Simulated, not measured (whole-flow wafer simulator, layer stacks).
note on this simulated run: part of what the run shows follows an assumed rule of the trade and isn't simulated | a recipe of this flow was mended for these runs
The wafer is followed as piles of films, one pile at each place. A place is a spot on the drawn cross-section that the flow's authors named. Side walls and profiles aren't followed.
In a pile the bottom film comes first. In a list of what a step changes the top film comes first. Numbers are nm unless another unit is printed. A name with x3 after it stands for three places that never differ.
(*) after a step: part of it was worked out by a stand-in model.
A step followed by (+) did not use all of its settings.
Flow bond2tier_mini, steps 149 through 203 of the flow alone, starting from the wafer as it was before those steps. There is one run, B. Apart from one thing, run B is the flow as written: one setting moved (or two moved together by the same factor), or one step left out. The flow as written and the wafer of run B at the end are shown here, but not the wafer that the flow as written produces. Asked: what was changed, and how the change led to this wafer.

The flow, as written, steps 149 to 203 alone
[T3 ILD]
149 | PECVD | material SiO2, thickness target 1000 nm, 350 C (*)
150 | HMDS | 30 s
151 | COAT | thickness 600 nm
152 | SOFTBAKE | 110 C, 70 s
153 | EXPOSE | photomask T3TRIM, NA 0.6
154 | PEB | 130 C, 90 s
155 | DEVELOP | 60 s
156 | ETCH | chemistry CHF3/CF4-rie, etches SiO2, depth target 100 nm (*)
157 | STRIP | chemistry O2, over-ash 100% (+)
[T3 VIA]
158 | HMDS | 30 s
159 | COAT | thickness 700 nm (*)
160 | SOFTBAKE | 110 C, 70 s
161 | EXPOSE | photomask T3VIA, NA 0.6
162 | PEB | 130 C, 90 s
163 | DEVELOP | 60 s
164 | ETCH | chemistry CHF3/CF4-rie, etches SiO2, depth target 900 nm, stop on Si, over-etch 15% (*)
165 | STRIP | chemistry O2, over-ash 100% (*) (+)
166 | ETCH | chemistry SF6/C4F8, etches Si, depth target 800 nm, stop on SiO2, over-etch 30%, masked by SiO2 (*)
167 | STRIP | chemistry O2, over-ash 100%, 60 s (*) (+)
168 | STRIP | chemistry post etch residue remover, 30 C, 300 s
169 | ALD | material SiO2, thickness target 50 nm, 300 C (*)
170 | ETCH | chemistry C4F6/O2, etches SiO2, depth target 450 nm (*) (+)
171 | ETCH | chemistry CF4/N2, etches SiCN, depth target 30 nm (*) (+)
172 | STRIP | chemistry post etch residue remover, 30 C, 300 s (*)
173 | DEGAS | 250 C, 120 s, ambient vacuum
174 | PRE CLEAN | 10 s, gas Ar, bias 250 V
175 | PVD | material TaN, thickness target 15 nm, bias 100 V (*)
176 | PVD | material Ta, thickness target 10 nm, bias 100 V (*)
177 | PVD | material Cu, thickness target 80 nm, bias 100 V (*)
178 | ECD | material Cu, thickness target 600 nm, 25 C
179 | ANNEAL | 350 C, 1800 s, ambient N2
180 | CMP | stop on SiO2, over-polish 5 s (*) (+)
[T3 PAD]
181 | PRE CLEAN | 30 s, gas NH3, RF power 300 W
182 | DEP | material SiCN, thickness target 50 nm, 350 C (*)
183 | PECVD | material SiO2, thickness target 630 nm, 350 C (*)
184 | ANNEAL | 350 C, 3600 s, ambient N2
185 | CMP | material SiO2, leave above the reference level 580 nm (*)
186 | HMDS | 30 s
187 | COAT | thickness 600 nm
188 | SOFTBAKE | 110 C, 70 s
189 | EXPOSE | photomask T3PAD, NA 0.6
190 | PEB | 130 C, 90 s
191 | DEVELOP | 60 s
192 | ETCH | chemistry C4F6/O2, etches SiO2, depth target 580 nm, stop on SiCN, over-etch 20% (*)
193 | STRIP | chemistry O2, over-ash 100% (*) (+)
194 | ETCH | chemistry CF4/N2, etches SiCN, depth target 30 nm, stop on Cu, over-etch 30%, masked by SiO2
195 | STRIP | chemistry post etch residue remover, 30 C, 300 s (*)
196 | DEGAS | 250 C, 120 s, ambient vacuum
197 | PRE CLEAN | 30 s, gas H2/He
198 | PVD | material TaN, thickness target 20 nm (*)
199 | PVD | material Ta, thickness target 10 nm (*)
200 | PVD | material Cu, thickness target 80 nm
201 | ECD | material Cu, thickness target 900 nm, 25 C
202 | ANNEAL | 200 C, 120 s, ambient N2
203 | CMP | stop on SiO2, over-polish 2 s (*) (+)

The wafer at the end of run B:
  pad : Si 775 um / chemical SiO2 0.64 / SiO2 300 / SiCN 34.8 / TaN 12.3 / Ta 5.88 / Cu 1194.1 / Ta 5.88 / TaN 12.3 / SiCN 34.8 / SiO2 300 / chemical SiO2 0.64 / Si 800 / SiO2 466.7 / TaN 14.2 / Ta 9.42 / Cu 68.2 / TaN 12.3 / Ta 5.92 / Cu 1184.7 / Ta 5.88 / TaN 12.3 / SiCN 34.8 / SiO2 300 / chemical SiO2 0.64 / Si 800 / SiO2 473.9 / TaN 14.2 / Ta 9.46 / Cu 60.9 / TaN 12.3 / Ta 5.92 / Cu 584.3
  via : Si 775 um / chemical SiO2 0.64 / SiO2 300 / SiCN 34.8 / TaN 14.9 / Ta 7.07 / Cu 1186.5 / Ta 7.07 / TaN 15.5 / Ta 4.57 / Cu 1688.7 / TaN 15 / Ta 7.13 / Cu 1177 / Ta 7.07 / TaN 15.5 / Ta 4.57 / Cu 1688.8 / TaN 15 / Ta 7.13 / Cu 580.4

The reason: step 156, ETCH: depth target 92.8 nm was run, while the flow as written has depth target 100 nm.

Step by step, how the change led to this:
  156 | ETCH | chemistry CHF3/CF4-rie, etches SiO2, depth target 100 nm (*)
      pad, via: -92.8 SiO2 (as written it would have been: -100 SiO2)
      field: -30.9 thick-KrF-resist (as written it would have been: -33.3 thick-KrF-resist)
  164 | ETCH | chemistry CHF3/CF4-rie, etches SiO2, depth target 900 nm, stop on Si, over-etch 15% (*)
      via: -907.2 SiO2 (all of it), -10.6 Si (as written it would have been: -900 SiO2 (all of it), -11.2 Si)
